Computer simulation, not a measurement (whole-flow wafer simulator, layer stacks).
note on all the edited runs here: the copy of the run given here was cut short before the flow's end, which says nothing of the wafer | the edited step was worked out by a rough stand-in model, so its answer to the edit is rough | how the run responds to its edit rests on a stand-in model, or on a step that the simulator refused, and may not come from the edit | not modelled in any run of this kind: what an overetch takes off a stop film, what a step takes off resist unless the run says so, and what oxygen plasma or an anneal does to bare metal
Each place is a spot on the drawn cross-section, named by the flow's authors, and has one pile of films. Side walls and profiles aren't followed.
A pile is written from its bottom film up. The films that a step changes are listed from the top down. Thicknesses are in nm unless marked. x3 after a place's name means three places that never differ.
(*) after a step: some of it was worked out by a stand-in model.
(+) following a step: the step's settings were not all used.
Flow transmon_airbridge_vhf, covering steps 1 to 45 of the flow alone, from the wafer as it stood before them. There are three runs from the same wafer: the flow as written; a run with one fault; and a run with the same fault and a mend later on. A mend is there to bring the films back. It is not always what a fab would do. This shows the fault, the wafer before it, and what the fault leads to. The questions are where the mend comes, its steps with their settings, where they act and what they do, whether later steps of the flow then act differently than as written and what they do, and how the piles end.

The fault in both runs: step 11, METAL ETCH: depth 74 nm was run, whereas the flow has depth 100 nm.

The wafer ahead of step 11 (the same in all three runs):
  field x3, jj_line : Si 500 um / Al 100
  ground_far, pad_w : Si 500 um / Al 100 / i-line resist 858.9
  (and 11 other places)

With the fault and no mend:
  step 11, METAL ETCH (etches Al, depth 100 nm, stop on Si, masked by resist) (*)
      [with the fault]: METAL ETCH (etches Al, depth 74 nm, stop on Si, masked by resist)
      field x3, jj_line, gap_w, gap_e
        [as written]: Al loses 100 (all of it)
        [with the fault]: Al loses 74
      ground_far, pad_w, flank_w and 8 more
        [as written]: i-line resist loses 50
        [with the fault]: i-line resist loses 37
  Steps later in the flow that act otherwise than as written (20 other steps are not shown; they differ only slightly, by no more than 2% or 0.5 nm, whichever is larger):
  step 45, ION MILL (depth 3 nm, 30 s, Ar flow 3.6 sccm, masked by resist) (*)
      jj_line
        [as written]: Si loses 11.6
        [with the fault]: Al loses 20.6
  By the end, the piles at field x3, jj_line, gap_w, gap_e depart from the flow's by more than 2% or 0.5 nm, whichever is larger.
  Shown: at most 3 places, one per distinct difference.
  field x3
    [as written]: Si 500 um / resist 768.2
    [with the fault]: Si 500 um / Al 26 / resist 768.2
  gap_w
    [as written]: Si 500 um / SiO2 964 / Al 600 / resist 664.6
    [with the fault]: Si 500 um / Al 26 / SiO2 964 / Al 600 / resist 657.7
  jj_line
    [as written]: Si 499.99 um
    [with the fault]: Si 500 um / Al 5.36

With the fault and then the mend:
  After step 12 comes the mend.
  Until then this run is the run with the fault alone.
  step 12a, COAT (i-line resist, thickness 900 nm) (*) (the flow's step 6, run once more)
      field x3, jj_line, trace_open_s x2, margin_s, bridge_strip, margin_n
        i-line resist gains 900 (new film)
      pad_w, pad_e
        i-line resist gains 890.9 (new film)
      flank_w, flank_e
        i-line resist gains 882.6 (new film)
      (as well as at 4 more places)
  step 12b, SOFTBAKE (i-line resist, 90 C, 90 s) (the flow's step 7, run once more)
      flank_w, flank_e
        i-line resist loses 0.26
      gap_w, gap_e
        i-line resist gains 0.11
      cpw_trace
        i-line resist loses 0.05
  step 12c, EXPOSE (i-line resist, thickness 900 nm, photomask AB CPW, dose 155.4 mJ/cm2, NA 0.45, wavelength 365 nm) (*) (the flow's step 8, run once more)
      does not change any film at any place that is followed
  step 12d, PEB (i-line resist, 110 C, 60 s) (the flow's step 9, run once more)
      field x3, jj_line, trace_open_s x2, margin_s, bridge_strip, margin_n
        i-line resist loses 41
      pad_w, pad_e
        i-line resist loses 40.6
      flank_w, flank_e
        i-line resist loses 40.2
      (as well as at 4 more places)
  step 12e, DEVELOP (i-line resist, thickness 900 nm, developer developer-B, 60 s) (the flow's step 10, run once more)
      ground_far, pad_w, flank_w and 7 more
        i-line resist loses 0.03
      field x3, jj_line
        i-line resist loses 859 (all of it)
      gap_w, gap_e
        i-line resist loses 897.6 (all of it)
  step 12f, METAL ETCH (etches Al, depth 26 nm, stop on Si, masked by resist) (*) (the flow's step 11, run once more with other settings)
      ground_far, pad_w, flank_w and 8 more
        i-line resist loses 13
      field x3, jj_line, gap_w, gap_e
        Al loses 26 (all of it)
  step 12g, STRIP (i-line resist, 80 C, 600 s) (*) (+) (the flow's step 12, run once more)
      trace_open_s x2, margin_s, bridge_strip, margin_n
        i-line resist loses 845.9 (all of it)
      pad_w, pad_e
        i-line resist loses 837.2 (all of it)
      flank_w, flank_e
        i-line resist loses 829.1 (all of it)
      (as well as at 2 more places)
  Later steps of the flow that are run all act as written at every place that is followed.
  At every place that both follow, the piles at the end match the flow's.
